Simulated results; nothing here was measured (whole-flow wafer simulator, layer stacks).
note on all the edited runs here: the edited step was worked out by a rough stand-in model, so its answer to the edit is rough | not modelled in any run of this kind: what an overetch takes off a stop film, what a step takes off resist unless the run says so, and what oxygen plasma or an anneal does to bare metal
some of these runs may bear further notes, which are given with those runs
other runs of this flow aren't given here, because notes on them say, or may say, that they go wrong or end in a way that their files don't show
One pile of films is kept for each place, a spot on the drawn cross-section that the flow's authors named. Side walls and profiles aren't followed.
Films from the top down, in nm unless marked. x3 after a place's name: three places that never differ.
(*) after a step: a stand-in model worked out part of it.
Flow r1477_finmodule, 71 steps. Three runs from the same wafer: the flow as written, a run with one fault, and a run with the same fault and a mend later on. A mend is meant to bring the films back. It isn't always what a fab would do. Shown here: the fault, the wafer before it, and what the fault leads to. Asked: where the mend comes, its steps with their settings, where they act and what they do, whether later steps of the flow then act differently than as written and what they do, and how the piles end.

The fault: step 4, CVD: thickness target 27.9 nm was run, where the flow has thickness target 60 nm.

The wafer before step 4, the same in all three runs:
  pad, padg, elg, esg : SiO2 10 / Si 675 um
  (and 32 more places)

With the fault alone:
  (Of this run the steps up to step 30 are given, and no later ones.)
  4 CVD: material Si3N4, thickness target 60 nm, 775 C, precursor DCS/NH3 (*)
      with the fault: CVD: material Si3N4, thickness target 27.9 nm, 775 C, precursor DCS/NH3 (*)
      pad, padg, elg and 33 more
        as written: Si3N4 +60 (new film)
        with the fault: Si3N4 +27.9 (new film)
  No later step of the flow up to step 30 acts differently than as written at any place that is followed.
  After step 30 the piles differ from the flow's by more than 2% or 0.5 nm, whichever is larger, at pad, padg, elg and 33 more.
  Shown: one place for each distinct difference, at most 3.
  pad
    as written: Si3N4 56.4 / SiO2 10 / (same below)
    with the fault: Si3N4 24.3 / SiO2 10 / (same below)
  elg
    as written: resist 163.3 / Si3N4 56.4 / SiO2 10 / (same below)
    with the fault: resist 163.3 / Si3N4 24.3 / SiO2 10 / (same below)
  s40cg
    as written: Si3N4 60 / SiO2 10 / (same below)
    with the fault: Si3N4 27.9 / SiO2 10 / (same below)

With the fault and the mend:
  The mend comes after step 5.
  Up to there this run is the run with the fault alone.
  5a ETCH: chemistry h3po4, depth target 32.08 nm
      pad, padg, elg and 33 more
        Si3N4 -27.9 (all of it)
  5b CLEAN: chemistry SC1/SC2 (the flow's step 2 once more)
      changes no film at any place that is followed
  5c CVD: material Si3N4, thickness target 60 nm, 775 C, precursor DCS/NH3 (*) (the flow's step 4 once more)
      pad, padg, elg and 33 more
        Si3N4 +60 (new film)
  No later step of the flow acts differently than as written at any place that is followed.
  At the end the piles are the same as the flow's at every place that both follow.
